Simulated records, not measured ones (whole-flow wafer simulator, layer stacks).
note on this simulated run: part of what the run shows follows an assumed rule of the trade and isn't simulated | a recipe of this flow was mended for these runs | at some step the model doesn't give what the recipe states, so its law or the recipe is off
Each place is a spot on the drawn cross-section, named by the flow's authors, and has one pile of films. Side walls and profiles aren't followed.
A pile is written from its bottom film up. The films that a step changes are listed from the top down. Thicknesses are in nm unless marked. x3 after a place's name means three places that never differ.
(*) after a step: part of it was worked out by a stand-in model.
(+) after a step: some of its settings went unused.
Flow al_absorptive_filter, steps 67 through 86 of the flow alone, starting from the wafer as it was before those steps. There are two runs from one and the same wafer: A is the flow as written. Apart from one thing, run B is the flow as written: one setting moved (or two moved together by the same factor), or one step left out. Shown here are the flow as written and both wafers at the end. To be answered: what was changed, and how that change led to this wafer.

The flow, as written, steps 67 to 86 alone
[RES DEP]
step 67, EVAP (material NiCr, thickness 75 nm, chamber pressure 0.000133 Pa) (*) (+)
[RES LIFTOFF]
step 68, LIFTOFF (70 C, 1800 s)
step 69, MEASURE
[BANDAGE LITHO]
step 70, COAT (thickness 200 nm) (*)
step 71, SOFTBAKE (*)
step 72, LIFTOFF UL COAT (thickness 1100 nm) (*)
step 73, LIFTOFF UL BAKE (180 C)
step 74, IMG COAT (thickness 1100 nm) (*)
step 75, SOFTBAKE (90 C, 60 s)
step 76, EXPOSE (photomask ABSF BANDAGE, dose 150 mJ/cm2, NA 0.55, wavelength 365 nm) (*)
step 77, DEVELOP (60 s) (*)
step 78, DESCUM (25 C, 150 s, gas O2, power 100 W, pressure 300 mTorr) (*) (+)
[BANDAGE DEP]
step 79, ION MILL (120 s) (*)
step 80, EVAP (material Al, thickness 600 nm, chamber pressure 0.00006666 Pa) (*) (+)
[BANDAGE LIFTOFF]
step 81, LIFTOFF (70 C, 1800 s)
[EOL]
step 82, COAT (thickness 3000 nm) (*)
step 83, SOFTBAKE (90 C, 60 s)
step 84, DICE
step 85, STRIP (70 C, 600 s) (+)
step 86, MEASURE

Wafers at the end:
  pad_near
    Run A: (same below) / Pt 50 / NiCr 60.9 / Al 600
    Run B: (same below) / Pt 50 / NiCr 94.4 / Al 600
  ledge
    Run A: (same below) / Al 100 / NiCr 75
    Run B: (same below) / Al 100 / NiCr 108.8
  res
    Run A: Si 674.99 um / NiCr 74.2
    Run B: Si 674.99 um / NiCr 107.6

What caused this: step 67, EVAP: thickness 108.8 nm was run, whereas the flow has thickness 75 nm.
One can read it off the wafer: ledge has NiCr 108.8, and step 67 as written asks for 75 nm.

Step by step, how the change led to this:
  step 67, EVAP (material NiCr, thickness 75 nm, chamber pressure 0.000133 Pa) (*) (+)
      gnd, pad_far, ledge and 9 more: A NiCr gains 75 (new film) | B NiCr gains 108.8 (new film)
      pad_near: A NiCr gains 74.2 (new film) | B NiCr gains 107.7 (new film)
      (and at 1 other place as well)
  step 68, LIFTOFF (70 C, 1800 s)
      xa_field, xl_land, idc_field: A NiCr loses 75 (all of it), i-line-resist loses 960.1 (all of it), lift-off-underlayer loses 1100 (all of it), acrylic-e-beam-resist loses 200 (all of it) | B NiCr loses 108.8 (all of it), i-line-resist loses 960.1 (all of it), lift-off-underlayer loses 1100 (all of it), acrylic-e-beam-resist loses 200 (all of it)
      gnd: A NiCr loses 75 (all of it), i-line-resist loses 959.5 (all of it), lift-off-underlayer loses 1100.9 (all of it), acrylic-e-beam-resist loses 200.6 (all of it) | B NiCr loses 108.8 (all of it), i-line-resist loses 959.5 (all of it), lift-off-underlayer loses 1100.9 (all of it), acrylic-e-beam-resist loses 200.6 (all of it)
      (and at 7 other places as well)
  step 70, COAT (thickness 200 nm) (*)
      pad_near: A acrylic-e-beam-resist gains 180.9 (new film) | B acrylic-e-beam-resist gains 176.5 (new film)
      res: A acrylic-e-beam-resist gains 218.1 (new film) | B acrylic-e-beam-resist gains 212 (new film)
  step 78, DESCUM (25 C, 150 s, gas O2, power 100 W, pressure 300 mTorr) (*) (+)
      pad_near: A acrylic-e-beam-resist loses 180.9 (all of it) | B acrylic-e-beam-resist loses 176.5 (all of it)
  step 81, LIFTOFF (70 C, 1800 s)
      res: A Al loses 600 (all of it), i-line-resist loses 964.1 (all of it), lift-off-underlayer loses 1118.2 (all of it), acrylic-e-beam-resist loses 218.1 (all of it) | B Al loses 600 (all of it), i-line-resist loses 954.4 (all of it), lift-off-underlayer loses 1105 (all of it), acrylic-e-beam-resist loses 212 (all of it)
  step 83, SOFTBAKE (90 C, 60 s)
      gnd: A i-line-resist gains 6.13 | B i-line-resist gains 7.02
      pad_near: A i-line-resist loses 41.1 | B i-line-resist loses 43.7
      (and at 2 other places as well)
